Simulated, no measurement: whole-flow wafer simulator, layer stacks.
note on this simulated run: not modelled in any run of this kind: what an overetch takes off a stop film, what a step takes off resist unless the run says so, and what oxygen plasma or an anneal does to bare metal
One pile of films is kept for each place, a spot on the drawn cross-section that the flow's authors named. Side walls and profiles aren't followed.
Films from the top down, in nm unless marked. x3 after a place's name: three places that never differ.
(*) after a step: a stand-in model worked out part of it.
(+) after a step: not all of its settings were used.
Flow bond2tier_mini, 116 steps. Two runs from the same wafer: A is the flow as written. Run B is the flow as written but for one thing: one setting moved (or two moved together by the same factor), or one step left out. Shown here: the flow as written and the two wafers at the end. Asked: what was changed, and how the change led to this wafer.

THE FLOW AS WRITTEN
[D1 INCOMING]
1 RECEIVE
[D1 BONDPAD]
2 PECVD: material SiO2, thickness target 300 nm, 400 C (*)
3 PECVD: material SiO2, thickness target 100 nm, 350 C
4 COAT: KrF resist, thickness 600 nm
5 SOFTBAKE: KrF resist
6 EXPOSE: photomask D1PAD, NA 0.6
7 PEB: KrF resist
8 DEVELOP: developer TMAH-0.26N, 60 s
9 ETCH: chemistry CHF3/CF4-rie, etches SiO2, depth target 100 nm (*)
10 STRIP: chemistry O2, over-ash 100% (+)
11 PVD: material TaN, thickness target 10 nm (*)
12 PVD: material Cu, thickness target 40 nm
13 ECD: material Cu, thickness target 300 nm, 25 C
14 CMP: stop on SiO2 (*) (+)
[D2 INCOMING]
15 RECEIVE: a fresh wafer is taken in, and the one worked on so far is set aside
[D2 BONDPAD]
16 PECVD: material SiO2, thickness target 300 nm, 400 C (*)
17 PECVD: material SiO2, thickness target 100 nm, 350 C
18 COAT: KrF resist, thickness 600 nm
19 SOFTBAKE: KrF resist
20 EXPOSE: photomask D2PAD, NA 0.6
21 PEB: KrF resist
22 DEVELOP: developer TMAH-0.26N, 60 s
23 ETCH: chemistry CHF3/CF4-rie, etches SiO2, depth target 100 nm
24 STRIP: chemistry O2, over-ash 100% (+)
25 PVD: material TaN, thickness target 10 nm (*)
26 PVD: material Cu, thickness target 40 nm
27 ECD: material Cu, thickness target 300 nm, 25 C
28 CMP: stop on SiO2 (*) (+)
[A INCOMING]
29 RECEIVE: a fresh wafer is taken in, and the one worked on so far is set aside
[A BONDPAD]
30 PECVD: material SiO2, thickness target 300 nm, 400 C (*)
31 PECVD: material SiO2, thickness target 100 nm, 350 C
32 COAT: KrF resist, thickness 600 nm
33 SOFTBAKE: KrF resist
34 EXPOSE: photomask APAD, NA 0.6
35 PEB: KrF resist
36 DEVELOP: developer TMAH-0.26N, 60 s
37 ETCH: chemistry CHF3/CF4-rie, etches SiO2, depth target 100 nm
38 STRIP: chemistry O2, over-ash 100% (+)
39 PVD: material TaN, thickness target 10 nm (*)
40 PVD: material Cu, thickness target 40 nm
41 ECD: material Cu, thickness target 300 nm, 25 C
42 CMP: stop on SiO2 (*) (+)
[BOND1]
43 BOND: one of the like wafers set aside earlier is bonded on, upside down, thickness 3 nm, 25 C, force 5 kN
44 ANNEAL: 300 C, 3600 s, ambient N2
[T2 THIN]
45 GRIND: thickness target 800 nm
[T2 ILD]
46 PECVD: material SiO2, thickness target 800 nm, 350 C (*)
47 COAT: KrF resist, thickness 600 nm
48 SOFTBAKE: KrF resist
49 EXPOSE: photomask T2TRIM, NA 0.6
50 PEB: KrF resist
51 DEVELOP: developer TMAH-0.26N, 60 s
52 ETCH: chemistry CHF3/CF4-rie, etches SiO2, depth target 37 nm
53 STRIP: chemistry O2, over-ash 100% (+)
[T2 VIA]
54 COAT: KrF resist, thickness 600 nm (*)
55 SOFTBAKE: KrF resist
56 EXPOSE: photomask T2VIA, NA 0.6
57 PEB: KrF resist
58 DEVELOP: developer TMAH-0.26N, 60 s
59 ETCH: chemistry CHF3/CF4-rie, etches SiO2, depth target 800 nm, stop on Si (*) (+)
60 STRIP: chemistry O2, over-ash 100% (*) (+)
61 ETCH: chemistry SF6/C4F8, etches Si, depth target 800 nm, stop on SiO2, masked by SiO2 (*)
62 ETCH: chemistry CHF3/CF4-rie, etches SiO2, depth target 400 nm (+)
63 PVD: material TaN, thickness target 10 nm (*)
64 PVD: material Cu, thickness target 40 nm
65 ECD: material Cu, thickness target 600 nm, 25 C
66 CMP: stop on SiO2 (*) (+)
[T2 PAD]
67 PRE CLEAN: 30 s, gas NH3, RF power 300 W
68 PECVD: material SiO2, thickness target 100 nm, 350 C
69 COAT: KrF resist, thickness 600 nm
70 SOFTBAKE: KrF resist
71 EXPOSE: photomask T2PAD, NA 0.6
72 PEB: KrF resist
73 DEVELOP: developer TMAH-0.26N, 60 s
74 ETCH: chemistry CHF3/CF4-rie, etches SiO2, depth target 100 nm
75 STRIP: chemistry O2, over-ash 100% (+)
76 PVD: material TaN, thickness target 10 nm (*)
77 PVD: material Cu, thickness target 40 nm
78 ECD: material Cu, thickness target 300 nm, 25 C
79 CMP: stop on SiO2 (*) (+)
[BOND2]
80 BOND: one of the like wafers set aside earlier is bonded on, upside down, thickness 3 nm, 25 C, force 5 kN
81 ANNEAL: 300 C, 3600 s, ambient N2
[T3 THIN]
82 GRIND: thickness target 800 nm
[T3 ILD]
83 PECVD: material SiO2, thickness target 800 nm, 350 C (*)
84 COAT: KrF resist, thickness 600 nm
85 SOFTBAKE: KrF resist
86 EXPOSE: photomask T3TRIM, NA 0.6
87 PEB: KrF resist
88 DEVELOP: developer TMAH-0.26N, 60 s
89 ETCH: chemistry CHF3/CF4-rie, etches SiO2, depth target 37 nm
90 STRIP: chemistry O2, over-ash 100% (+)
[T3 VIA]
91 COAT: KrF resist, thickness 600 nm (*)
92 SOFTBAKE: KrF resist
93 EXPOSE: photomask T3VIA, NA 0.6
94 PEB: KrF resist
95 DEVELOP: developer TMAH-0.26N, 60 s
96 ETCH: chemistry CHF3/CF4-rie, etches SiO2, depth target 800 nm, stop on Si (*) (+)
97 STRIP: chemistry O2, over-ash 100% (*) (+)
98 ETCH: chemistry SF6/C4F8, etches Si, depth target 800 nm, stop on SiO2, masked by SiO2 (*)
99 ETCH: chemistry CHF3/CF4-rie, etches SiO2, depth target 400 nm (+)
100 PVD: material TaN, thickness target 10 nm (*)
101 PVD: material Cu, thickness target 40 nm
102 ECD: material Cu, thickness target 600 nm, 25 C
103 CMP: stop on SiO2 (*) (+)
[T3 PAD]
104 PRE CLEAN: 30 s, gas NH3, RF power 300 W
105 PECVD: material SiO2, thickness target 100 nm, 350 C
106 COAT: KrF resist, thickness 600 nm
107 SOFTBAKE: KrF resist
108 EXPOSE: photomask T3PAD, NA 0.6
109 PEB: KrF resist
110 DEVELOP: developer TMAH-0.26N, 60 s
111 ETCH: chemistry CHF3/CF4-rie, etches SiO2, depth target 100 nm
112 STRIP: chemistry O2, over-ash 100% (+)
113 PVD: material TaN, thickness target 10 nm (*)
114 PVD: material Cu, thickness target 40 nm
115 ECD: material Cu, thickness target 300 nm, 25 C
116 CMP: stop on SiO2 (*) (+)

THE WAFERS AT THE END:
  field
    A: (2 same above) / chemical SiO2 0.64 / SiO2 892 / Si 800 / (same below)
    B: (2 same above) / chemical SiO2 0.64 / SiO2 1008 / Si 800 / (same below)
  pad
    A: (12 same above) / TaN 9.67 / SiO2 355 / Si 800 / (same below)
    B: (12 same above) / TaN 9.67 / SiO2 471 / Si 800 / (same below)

The cause: step 62, ETCH: depth target 284 nm was run, where the flow has depth target 400 nm.

How the change led to this, step by step:
  62 ETCH: chemistry CHF3/CF4-rie, etches SiO2, depth target 400 nm (+)
      field, pad: A SiO2 -400 | B SiO2 -284
